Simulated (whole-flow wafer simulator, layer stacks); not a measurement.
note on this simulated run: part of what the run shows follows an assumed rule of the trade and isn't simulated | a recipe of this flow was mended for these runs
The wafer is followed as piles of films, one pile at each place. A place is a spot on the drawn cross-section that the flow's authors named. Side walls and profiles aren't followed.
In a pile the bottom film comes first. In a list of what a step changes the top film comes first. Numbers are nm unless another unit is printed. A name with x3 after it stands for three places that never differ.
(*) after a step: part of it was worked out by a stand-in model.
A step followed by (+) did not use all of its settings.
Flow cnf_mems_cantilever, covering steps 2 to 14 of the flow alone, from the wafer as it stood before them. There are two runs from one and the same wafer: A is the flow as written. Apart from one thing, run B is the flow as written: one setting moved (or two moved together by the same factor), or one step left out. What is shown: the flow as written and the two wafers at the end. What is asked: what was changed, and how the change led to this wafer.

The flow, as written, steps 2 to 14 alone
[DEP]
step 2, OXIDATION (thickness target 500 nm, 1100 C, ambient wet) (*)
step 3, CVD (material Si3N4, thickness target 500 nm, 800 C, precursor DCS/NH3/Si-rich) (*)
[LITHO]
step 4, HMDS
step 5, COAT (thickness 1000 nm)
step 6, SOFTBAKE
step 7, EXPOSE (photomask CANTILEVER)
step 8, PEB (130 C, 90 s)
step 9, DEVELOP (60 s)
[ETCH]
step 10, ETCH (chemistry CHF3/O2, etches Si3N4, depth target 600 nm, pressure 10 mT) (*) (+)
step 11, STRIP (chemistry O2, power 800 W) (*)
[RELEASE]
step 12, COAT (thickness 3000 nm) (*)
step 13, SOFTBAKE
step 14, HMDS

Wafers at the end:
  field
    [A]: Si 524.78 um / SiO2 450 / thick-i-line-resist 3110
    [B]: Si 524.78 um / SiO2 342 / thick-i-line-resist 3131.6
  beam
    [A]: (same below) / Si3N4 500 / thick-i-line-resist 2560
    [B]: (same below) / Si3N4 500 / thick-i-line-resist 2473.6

What caused this: step 10, ETCH: depth target 816 nm was run, while the flow as written has depth target 600 nm.

Step by step, how the change led to this:
  step 10, ETCH (chemistry CHF3/O2, etches Si3N4, depth target 600 nm, pressure 10 mT) (*) (+)
      field: A Si3N4 loses 500 (all of it), SiO2 loses 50 | B Si3N4 loses 500 (all of it), SiO2 loses 158
      beam: A KrF-resist loses 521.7 | B KrF-resist loses 709.6
  step 11, STRIP (chemistry O2, power 800 W) (*)
      beam: A KrF-resist loses 460.9 (all of it) | B KrF-resist loses 273.1 (all of it)
  step 12, COAT (thickness 3000 nm) (*)
      beam: A thick-i-line-resist gains 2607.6 (new film) | B thick-i-line-resist gains 2532.7 (new film)
  step 13, SOFTBAKE
      field: A thick-i-line-resist gains 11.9 | B thick-i-line-resist gains 14.8
      beam: A thick-i-line-resist loses 47.6 | B thick-i-line-resist loses 59.1
